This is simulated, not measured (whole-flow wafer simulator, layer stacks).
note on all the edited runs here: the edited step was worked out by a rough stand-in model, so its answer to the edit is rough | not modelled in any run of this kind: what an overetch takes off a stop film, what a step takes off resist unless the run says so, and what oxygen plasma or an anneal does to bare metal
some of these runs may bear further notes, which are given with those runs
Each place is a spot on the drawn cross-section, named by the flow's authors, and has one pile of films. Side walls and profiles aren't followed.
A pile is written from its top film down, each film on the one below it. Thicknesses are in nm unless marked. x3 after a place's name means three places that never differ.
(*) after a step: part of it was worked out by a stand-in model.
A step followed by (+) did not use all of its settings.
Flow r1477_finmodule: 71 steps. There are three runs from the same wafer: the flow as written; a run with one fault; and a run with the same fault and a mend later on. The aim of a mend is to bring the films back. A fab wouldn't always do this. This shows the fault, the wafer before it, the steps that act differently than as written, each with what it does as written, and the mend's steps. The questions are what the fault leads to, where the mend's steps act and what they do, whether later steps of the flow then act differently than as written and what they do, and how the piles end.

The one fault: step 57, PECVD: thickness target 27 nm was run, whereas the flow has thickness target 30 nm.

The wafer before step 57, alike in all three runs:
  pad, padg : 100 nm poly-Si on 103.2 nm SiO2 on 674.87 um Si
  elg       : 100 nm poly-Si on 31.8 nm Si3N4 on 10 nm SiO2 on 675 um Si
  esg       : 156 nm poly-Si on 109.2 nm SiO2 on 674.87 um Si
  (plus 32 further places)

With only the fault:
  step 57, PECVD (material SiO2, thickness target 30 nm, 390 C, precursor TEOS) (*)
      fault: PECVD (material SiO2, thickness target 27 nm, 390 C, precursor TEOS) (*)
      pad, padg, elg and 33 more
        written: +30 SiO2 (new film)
        fault: +27 SiO2 (new film)
  Later steps of the flow acting differently than as written (1 other step is not shown; it differs only slightly, by no more than 2% or 0.5 nm, whichever is larger):
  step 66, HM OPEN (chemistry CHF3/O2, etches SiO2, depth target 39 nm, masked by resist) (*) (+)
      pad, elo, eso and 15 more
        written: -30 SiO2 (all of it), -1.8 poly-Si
        fault: -27 SiO2 (all of it), -2.4 poly-Si
  By the end, the piles at padg, elg, esg and 15 more depart from the flow's by more than 2% or 0.5 nm, whichever is larger.
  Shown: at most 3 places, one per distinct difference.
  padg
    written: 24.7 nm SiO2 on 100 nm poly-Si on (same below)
    fault: 21.7 nm SiO2 on 100 nm poly-Si on (same below)
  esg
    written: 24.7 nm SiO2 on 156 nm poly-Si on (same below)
    fault: 21.7 nm SiO2 on 156 nm poly-Si on (same below)
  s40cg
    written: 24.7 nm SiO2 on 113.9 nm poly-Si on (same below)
    fault: 21.7 nm SiO2 on 113.9 nm poly-Si on (same below)

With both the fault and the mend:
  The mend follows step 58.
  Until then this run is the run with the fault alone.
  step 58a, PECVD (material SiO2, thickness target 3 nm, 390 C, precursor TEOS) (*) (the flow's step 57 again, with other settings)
      pad, padg, elg and 33 more
        +3 SiO2
  None of the later steps of the flow differs from how it acts as written, at any place that is followed, by more than 2% or 0.5 nm, whichever is larger.
  By the end, the piles equal the flow's at every place that both follow.
